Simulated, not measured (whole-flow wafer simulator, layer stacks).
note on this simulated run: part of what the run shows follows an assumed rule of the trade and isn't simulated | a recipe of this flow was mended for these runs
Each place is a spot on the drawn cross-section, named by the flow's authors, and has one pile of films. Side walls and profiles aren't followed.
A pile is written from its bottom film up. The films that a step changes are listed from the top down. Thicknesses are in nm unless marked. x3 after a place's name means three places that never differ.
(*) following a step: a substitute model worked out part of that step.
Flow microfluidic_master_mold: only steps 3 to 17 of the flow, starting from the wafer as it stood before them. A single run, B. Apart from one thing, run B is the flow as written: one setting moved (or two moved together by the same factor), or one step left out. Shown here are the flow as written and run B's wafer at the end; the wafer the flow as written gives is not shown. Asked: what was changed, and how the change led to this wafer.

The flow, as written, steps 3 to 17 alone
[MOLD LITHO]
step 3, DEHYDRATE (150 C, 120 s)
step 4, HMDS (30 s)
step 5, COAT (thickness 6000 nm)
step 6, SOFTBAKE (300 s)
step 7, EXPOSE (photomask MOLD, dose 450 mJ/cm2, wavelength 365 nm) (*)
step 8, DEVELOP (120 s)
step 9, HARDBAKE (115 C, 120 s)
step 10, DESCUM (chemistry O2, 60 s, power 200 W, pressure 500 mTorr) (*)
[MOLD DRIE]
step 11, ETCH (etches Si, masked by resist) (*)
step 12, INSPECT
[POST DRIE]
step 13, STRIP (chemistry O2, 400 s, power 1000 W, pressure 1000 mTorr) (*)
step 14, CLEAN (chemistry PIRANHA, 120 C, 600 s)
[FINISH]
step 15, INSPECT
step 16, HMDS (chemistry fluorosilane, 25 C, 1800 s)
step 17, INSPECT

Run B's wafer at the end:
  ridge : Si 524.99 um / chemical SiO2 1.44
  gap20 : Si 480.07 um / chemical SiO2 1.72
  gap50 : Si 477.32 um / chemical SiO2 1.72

Cause: step 5, COAT: thickness 5241 nm was run, whereas the flow has thickness 6000 nm; step 8, DEVELOP: 104 s was run, where the flow has 120 s.

Step by step, how the change led to this:
  step 5, COAT (thickness 6000 nm)
      ridge, gap20, gap50, gap200 x2: +5241 thick-i-line-resist (new film) (it would be, as written: +6000 thick-i-line-resist (new film))
  step 8, DEVELOP (120 s)
      gap20, gap50, gap200 x2: -5241 thick-i-line-resist (all of it) (it would be, as written: -6000 thick-i-line-resist (all of it))
      ridge: -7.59 thick-i-line-resist (it would be, as written: -8.84 thick-i-line-resist)
  step 9, HARDBAKE (115 C, 120 s)
      ridge: -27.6 thick-i-line-resist (it would be, as written: -33.5 thick-i-line-resist)
  step 11, ETCH (etches Si, masked by resist) (*)
      gap20: -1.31 chemical SiO2 (all of it), -44.93 um Si (it would be, as written: -1.31 chemical SiO2 (all of it), -44.81 um Si)
      gap50: -1.31 chemical SiO2 (all of it), -47.68 um Si (it would be, as written: -1.31 chemical SiO2 (all of it), -47.62 um Si)
  step 13, STRIP (chemistry O2, 400 s, power 1000 W, pressure 1000 mTorr) (*)
      ridge: -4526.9 thick-i-line-resist (all of it), +0.84 chemical SiO2, -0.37 Si (it would be, as written: -5278.7 thick-i-line-resist (all of it), +0.78 chemical SiO2, -0.34 Si)
